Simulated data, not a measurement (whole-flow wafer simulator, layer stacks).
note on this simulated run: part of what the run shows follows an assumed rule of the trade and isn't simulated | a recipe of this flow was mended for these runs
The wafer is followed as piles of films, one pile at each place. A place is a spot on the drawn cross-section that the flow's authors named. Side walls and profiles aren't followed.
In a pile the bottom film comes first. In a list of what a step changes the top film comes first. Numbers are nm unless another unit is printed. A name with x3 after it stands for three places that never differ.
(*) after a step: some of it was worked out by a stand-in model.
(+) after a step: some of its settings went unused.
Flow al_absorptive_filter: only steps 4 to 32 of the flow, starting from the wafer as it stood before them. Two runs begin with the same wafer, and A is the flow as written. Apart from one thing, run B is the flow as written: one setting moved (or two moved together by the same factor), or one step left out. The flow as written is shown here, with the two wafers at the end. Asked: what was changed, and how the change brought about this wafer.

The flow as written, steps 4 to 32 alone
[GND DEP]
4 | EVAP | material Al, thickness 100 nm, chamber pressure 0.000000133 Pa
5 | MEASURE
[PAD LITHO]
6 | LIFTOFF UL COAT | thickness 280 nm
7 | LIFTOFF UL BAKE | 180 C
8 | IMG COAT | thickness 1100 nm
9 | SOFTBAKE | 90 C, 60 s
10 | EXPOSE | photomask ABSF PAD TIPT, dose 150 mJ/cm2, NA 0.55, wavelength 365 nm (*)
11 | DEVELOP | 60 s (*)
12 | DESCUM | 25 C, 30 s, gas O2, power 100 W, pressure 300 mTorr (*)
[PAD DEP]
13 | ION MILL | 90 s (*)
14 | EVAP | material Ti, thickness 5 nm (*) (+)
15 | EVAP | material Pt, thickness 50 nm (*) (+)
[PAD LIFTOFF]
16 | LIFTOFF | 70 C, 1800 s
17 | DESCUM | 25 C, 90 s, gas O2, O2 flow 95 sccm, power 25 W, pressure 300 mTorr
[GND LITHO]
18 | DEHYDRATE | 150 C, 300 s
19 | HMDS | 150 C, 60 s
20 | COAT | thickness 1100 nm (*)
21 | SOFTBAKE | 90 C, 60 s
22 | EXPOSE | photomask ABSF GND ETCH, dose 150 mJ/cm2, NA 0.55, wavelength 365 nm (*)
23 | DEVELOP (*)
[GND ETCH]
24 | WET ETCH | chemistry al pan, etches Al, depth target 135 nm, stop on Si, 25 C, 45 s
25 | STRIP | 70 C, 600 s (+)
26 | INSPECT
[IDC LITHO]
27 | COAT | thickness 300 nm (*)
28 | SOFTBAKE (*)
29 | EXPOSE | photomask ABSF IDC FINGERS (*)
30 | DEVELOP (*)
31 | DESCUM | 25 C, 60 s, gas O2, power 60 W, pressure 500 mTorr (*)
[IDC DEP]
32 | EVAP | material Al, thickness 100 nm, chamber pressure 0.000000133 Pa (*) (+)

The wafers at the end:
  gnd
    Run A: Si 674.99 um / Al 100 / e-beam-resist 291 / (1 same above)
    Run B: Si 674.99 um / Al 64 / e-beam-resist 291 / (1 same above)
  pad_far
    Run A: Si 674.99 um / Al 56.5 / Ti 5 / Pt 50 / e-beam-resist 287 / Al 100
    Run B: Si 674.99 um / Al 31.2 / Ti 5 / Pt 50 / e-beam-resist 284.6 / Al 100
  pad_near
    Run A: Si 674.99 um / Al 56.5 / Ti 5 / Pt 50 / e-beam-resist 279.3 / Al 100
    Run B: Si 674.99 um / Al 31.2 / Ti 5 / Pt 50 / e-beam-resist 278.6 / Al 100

The reason: step 4, EVAP: thickness 64 nm was run, though the flow has thickness 100 nm; step 13, ION MILL: 58 s was run, where the flow has 90 s.
One can read it off the wafer: gnd has Al 64, and step 4 as written asks for 100 nm.

Step by step, how the change led to this:
  4 | EVAP | material Al, thickness 100 nm, chamber pressure 0.000000133 Pa
      gnd, pad_far, pad_near and 11 more: A +100 Al (new film) | B +64 Al (new film)
  13 | ION MILL | 90 s (*)
      gnd, ledge, res, xa_field x4, xl_gap, xl_turn, idc_field x2, idc_line: A -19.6 i-line-resist | B -12.7 i-line-resist
      pad_far, pad_near: A -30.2 Al | B -19.4 Al
  24 | WET ETCH | chemistry al pan, etches Al, depth target 135 nm, stop on Si, 25 C, 45 s
      res, xl_gap, idc_field x2, idc_line: A -86.7 Al (all of it) | B -50.7 Al (all of it)
  27 | COAT | thickness 300 nm (*)
      ledge: A +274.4 e-beam-resist (new film) | B +288.5 e-beam-resist (new film)
      res: A +349.6 e-beam-resist (new film) | B +333.6 e-beam-resist (new film)
      (also at 1 further place)
